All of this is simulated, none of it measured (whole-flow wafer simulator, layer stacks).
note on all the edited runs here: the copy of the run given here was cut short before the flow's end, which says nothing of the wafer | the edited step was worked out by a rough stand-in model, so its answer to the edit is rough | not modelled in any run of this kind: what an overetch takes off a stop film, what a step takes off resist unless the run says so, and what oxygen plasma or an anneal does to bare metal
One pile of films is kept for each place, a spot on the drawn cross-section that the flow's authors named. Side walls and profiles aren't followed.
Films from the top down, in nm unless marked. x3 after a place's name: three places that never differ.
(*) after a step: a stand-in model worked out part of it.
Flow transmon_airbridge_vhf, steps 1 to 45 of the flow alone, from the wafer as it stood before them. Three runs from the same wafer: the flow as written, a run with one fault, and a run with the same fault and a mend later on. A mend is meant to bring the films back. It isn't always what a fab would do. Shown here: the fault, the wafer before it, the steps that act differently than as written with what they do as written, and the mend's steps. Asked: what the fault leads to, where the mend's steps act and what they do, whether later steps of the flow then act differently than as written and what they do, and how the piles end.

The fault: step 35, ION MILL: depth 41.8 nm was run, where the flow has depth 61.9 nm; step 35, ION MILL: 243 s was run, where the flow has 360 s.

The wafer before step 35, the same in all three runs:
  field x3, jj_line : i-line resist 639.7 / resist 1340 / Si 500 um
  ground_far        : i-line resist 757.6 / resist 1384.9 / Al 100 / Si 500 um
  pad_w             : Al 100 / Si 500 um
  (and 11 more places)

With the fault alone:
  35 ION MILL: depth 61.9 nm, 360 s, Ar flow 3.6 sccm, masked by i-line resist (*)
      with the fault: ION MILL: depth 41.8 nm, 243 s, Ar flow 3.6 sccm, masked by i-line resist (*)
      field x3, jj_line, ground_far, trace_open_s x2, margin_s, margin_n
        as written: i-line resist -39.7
        with the fault: i-line resist -26.8
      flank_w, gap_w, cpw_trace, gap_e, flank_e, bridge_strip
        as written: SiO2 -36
        with the fault: SiO2 -24.3
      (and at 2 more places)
  Later steps of the flow that act differently than as written (3 more steps differ only slightly, by at most 2% or 0.5 nm, whichever is larger, and aren't shown):
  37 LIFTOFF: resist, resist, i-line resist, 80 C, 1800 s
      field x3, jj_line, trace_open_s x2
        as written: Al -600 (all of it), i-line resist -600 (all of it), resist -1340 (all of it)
        with the fault: Al -600 (all of it), i-line resist -612.9 (all of it), resist -1340 (all of it)
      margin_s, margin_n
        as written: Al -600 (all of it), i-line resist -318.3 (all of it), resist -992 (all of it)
        with the fault: Al -600 (all of it), i-line resist -331.2 (all of it), resist -992 (all of it)
  At the end the piles differ from the flow's by more than 2% or 0.5 nm, whichever is larger, at pad_w, pad_e.
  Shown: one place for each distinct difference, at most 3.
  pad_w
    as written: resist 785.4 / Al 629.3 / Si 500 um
    with the fault: resist 782.1 / Al 649.5 / Si 500 um

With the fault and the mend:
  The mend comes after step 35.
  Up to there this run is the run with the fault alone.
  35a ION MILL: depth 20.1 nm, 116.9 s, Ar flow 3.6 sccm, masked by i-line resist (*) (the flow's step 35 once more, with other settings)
      field x3, jj_line, ground_far, trace_open_s x2, margin_s, margin_n
        i-line resist -12.9
      flank_w, gap_w, cpw_trace, gap_e, flank_e, bridge_strip
        SiO2 -11.7
      pad_w, pad_e
        Al -20.1
  No later step of the flow acts differently than as written at any place that is followed.
  At the end the piles differ from the flow's only slightly at the places that both follow, by at most 2% or 0.5 nm, whichever is larger.
